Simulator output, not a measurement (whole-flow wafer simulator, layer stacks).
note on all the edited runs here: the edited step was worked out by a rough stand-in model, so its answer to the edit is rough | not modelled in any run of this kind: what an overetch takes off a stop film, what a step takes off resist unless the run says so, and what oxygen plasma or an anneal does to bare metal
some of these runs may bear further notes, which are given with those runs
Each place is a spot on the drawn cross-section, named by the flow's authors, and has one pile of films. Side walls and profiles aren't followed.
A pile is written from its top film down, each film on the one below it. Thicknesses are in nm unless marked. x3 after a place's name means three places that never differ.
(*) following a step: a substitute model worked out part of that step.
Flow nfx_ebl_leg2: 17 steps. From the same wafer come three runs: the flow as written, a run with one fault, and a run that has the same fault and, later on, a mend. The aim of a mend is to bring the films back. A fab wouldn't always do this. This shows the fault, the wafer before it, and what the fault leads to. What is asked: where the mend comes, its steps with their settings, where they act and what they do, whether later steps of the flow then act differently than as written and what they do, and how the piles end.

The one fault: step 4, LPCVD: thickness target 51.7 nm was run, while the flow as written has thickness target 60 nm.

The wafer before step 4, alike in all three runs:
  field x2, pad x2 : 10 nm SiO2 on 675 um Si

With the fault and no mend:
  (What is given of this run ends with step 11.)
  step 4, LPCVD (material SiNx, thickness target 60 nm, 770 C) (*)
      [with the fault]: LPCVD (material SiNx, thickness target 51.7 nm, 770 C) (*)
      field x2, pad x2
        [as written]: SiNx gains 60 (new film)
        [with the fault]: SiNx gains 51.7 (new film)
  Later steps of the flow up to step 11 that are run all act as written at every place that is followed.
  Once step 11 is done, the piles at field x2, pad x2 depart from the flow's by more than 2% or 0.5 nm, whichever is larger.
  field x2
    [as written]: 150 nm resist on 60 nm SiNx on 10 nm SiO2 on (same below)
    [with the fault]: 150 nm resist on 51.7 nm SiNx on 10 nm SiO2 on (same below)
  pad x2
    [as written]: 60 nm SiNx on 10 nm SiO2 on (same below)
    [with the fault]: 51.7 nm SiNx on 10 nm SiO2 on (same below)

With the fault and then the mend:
  The mend stands after step 5.
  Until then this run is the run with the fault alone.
  step 5a, LPCVD (material SiNx, thickness target 8.3 nm, 770 C) (*) (the flow's step 4 again, with other settings)
      field x2, pad x2
        SiNx gains 8.3
  Later steps of the flow that are run all act as written at every place that is followed.
  At every place that both follow, the piles at the end match the flow's.
